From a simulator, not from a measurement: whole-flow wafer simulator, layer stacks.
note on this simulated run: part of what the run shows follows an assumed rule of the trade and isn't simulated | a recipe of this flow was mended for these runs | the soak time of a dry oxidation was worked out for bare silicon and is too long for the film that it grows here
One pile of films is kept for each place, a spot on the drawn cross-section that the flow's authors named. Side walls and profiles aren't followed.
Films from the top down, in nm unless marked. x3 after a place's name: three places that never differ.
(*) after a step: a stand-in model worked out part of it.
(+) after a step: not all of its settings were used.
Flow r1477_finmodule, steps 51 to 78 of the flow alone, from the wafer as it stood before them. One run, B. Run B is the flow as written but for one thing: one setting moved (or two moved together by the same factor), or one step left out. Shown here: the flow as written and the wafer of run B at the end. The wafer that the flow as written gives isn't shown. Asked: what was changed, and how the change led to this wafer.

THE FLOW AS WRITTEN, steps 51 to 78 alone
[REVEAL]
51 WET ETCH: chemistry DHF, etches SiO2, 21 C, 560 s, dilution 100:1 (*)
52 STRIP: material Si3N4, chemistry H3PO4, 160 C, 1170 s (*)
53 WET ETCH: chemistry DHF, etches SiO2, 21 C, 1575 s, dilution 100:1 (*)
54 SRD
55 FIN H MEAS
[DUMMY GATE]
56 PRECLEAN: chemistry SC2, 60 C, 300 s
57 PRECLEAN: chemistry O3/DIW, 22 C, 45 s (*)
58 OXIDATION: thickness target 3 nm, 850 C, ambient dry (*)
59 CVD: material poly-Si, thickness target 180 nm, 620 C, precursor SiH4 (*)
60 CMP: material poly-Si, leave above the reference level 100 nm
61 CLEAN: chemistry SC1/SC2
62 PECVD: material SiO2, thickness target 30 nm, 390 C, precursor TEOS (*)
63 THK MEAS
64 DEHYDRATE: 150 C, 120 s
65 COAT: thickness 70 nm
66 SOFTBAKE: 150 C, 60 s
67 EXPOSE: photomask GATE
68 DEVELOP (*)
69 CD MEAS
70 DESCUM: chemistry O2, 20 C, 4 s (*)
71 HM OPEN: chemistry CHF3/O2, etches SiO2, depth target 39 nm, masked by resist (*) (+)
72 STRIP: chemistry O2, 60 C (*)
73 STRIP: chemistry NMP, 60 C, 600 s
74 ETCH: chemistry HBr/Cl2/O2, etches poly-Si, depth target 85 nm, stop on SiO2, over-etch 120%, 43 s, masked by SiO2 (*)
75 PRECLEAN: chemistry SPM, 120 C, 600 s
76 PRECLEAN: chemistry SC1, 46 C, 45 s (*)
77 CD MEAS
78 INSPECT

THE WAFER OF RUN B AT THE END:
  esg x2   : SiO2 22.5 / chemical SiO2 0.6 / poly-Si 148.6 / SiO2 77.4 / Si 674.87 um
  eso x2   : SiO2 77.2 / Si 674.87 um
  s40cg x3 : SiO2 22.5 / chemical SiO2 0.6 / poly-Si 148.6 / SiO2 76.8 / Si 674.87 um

The cause: step 52, STRIP: 1872 s was run, where the flow has 1170 s.

How the change led to this, step by step:
  52 STRIP: material Si3N4, chemistry H3PO4, 160 C, 1170 s (*)
      pad, padg, esg x2 and 18 more: SiO2 -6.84 (as written it would be: SiO2 -4.28)
      elg x4, elo x4: Si3N4 -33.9 (all of it), SiO2 -4.07 (as written it would be: Si3N4 -33.9 (all of it), SiO2 -2.15)
      (and at 6 more places)
  53 WET ETCH: chemistry DHF, etches SiO2, 21 C, 1575 s, dilution 100:1 (*)
      elg x4, elo x4: SiO2 -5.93 (all of it) (as written it would be: SiO2 -7.85 (all of it))
      s40sg_line x3, s40so_line x3: SiO2 -6.59 (all of it) (as written it would be: SiO2 -8.51 (all of it))
  60 CMP: material poly-Si, leave above the reference level 100 nm
      pad, padg: poly-Si -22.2 (as written it would be: poly-Si -24.8)
